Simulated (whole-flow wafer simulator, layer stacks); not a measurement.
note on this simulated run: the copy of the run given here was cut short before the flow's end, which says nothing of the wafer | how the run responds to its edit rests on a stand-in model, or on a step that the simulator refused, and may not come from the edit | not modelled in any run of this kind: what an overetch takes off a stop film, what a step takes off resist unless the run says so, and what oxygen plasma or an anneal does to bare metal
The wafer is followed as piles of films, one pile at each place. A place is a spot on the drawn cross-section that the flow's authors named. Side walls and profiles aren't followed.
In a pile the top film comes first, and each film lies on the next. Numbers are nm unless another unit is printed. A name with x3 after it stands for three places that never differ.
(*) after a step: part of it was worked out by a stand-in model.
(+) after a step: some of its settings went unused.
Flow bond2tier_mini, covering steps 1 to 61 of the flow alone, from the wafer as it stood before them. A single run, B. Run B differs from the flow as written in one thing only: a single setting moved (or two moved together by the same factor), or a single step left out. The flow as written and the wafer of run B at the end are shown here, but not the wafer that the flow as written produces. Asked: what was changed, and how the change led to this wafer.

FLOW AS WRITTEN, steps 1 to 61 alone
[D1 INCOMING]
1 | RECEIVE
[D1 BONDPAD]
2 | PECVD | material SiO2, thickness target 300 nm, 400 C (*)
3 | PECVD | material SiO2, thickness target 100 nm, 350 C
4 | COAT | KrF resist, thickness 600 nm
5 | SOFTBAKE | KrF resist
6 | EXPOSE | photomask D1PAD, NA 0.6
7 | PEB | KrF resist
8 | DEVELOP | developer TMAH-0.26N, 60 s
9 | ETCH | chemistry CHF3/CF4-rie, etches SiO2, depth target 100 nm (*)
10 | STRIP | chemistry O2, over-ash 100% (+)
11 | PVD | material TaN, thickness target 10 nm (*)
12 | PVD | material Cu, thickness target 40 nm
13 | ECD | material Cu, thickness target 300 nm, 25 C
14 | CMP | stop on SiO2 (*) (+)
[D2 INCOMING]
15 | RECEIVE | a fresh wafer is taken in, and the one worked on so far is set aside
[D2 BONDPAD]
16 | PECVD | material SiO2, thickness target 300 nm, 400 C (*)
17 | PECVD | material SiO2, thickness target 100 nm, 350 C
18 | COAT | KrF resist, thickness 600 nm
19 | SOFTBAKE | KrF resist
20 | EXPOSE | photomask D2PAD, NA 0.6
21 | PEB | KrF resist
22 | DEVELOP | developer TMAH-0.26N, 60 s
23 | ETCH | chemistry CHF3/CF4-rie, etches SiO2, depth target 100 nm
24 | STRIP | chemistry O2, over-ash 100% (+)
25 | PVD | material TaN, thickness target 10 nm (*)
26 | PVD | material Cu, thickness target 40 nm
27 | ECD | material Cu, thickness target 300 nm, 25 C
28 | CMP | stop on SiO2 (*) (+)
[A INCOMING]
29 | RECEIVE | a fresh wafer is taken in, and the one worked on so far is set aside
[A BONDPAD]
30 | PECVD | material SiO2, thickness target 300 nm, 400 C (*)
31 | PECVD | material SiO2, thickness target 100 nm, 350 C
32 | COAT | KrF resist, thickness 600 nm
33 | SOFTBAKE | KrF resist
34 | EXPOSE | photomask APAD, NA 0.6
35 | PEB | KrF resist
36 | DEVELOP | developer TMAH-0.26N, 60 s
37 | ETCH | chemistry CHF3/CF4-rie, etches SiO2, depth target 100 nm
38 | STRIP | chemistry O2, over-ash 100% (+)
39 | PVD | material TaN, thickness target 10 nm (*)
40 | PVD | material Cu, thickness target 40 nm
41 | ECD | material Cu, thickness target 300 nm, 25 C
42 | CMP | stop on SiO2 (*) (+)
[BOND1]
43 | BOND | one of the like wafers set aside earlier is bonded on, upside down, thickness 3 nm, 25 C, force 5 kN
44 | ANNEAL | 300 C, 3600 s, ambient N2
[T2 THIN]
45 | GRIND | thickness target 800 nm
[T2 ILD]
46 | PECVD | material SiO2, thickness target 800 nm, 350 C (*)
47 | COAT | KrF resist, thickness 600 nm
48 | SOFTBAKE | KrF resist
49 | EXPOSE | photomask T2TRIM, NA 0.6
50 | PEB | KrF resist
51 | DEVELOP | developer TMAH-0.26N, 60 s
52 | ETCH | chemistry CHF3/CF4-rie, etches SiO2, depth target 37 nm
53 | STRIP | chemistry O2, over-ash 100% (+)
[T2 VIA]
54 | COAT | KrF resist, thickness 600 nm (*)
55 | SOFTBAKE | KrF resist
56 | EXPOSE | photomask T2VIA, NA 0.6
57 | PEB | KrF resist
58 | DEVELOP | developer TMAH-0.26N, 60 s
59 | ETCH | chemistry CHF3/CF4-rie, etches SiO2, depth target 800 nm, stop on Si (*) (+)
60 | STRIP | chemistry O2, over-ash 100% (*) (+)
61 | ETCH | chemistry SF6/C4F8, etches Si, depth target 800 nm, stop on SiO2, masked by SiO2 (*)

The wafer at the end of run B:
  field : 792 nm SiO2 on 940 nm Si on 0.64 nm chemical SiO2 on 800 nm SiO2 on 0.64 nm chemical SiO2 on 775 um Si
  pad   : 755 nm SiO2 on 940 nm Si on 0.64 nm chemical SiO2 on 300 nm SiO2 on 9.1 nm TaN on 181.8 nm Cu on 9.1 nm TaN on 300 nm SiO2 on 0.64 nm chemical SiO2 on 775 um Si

Cause: step 45, GRIND: thickness target 940 nm was run, though the flow has thickness target 800 nm.
One can read it off the wafer: field has Si 940, and step 45 as written asks for 800 nm.

How this came from the change, step by step:
  45 | GRIND | thickness target 800 nm
      field, pad, via: Si loses 774.06 um (in the flow as written it would be: Si loses 774.2 um)
